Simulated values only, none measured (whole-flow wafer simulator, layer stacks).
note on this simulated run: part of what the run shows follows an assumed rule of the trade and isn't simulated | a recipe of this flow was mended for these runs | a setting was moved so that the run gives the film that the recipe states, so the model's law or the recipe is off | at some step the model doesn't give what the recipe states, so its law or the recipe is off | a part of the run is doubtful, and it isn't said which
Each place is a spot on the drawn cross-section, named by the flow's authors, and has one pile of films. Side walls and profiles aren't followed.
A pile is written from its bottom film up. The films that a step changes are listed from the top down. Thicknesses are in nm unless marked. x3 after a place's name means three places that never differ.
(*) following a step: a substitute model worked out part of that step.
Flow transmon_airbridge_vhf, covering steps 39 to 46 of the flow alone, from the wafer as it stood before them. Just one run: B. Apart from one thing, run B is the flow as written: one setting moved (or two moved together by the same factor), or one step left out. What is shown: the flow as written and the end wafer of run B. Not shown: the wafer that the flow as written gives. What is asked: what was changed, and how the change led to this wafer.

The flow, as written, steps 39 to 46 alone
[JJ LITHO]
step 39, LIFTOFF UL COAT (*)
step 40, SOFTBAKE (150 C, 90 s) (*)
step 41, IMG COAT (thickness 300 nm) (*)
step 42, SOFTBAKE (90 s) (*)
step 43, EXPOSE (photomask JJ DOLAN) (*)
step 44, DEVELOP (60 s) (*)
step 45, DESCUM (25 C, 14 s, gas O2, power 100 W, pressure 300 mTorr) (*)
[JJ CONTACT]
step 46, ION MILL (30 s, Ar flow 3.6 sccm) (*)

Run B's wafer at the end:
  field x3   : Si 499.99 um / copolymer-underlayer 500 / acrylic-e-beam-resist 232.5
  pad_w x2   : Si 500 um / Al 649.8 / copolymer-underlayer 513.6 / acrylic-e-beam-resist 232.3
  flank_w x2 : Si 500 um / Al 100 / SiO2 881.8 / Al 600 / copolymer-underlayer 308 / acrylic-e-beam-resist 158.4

What caused this: step 41, IMG COAT: thickness 264 nm was run, though the flow has thickness 300 nm.

How this came from the change, step by step:
  step 41, IMG COAT (thickness 300 nm) (*)
      field x3, jj_line, ground_far x3: acrylic-e-beam-resist gains 264 (new film) (in the flow as written it would be: acrylic-e-beam-resist gains 300 (new film))
      pad_w x2: acrylic-e-beam-resist gains 263.8 (new film) (in the flow as written it would be: acrylic-e-beam-resist gains 300.2 (new film))
      (also at 8 further places)
  step 44, DEVELOP (60 s) (*)
      jj_line: acrylic-e-beam-resist loses 264 (all of it), copolymer-underlayer loses 500 (all of it) (in the flow as written it would be: acrylic-e-beam-resist loses 300 (all of it), copolymer-underlayer loses 500 (all of it))
